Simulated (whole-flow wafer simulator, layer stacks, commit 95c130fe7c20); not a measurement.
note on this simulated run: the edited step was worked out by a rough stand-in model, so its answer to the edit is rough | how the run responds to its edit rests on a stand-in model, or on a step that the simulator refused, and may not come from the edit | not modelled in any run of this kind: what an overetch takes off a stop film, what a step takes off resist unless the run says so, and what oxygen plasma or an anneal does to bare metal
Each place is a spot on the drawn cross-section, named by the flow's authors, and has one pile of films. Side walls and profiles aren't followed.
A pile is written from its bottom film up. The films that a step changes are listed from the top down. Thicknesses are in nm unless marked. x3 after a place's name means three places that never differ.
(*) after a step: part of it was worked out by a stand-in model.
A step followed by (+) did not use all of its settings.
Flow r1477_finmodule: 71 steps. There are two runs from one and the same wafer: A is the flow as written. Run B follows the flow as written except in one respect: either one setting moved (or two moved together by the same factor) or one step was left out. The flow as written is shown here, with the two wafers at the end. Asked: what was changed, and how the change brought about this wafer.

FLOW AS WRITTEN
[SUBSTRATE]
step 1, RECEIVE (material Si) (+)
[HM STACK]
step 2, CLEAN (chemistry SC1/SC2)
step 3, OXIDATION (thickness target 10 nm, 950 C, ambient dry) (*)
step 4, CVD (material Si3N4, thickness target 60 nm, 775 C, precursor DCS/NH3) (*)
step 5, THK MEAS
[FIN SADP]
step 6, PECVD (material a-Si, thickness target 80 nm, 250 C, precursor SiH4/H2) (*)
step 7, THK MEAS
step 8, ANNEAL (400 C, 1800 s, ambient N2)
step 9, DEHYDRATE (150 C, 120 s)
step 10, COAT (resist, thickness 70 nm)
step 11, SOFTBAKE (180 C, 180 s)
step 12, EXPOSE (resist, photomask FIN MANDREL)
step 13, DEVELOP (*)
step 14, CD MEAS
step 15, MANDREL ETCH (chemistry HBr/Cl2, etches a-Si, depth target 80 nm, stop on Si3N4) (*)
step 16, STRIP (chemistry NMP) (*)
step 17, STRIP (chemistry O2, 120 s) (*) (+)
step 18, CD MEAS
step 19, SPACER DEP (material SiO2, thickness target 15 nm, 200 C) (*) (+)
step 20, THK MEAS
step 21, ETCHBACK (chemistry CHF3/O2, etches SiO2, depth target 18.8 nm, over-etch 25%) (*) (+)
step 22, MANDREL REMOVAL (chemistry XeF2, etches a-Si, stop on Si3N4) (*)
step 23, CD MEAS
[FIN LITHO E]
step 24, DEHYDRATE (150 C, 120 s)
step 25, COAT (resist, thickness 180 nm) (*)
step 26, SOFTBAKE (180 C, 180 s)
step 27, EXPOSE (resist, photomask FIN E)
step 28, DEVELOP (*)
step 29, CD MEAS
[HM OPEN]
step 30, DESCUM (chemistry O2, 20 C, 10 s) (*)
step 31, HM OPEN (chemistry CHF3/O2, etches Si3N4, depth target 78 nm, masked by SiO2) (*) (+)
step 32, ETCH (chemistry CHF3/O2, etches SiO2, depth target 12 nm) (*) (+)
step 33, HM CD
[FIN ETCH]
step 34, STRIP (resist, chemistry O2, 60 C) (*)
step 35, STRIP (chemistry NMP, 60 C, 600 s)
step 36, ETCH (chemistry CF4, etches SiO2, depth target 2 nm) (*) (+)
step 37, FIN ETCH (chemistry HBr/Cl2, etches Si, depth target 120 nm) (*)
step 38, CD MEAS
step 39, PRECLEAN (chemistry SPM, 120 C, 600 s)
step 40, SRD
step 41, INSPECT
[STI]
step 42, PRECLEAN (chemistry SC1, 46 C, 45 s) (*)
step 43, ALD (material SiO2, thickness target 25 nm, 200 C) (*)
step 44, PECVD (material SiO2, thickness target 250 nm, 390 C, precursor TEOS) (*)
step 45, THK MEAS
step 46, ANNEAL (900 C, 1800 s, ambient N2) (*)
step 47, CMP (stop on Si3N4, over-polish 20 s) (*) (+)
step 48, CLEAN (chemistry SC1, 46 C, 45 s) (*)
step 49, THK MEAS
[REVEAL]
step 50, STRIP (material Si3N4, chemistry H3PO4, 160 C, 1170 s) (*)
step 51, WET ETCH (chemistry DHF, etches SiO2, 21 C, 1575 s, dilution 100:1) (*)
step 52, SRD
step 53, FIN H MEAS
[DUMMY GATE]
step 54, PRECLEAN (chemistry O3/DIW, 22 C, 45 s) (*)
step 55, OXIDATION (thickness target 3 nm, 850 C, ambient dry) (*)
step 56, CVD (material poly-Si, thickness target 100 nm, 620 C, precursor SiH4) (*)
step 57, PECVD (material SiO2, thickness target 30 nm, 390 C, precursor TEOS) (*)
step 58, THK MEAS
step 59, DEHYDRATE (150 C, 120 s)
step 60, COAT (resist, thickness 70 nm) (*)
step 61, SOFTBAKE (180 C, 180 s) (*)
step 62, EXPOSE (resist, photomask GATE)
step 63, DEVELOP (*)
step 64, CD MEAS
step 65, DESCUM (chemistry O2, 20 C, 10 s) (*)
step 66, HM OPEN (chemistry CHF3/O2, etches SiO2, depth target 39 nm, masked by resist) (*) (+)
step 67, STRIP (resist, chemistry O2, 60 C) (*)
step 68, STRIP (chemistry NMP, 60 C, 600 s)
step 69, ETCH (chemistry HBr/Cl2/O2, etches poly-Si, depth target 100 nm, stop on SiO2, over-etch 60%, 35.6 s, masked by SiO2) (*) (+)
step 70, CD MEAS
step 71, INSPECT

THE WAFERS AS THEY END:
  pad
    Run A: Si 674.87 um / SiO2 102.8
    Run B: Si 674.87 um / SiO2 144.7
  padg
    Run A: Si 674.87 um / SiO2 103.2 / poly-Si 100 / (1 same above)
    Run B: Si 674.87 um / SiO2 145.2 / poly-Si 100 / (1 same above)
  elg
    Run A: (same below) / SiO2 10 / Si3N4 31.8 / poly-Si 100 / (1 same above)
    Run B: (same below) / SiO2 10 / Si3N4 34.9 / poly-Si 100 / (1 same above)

What caused this: step 51, WET ETCH: 803 s was run, though the flow has 1575 s.

How this came from the change, step by step:
  step 51, WET ETCH (chemistry DHF, etches SiO2, 21 C, 1575 s, dilution 100:1) (*)
      pad, padg, e40sg and 12 more: A -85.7 SiO2 | B -43.7 SiO2
      elg, e40lg, e100lg, e200lg, elo, e40lo, e100lo, e200lo: A -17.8 SiO2 (all of it), -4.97 Si3N4 | B -17.8 SiO2 (all of it), -1.82 Si3N4
      (also at 7 further places)
  step 56, CVD (material poly-Si, thickness target 100 nm, 620 C, precursor SiH4) (*)
      s40sg_line, s45sg_line, s50sg_line, s40so_line, s45so_line, s50so_line: A +100 poly-Si (new film) | B +119.4 poly-Si (new film)
      s40cg, s40co: A +113.9 poly-Si (new film) | B +100 poly-Si (new film)
      (also at 5 further places)
  step 60, COAT (resist, thickness 70 nm) (*)
      e40lg, e100lg, elo, e40lo, e100lo: A +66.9 resist (new film) | B +68.8 resist (new film)
      e40sg, eso, e40so: A +129.5 resist (new film) | B +92.6 resist (new film)
      (also at 22 further places)
  step 63, DEVELOP (*)
      elo, e40lo, e100lo: A -66.9 resist (all of it) | B -68.8 resist (all of it)
      eso, e40so: A -129.5 resist (all of it) | B -92.6 resist (all of it)
      (also at 11 further places)
  step 67, STRIP (resist, chemistry O2, 60 C) (*)
      e40lg, e100lg: A -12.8 resist (all of it) | B -14.7 resist (all of it)
      e40sg: A -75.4 resist (all of it) | B -38.5 resist (all of it)
      (also at 12 further places)
  step 69, ETCH (chemistry HBr/Cl2/O2, etches poly-Si, depth target 100 nm, stop on SiO2, over-etch 60%, 35.6 s, masked by SiO2) (*) (+)
      s40so_line, s45so_line, s50so_line: A -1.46 chemical SiO2 (all of it), -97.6 poly-Si (all of it), -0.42 SiO2 | B -1.23 chemical SiO2 (all of it), -117.1 poly-Si (all of it), -0.21 SiO2
      s40co: A -1.46 chemical SiO2 (all of it), -111.5 poly-Si (all of it), -0.24 SiO2 | B -1.23 chemical SiO2 (all of it), -97.7 poly-Si (all of it), -0.42 SiO2
      (also at 2 further places)
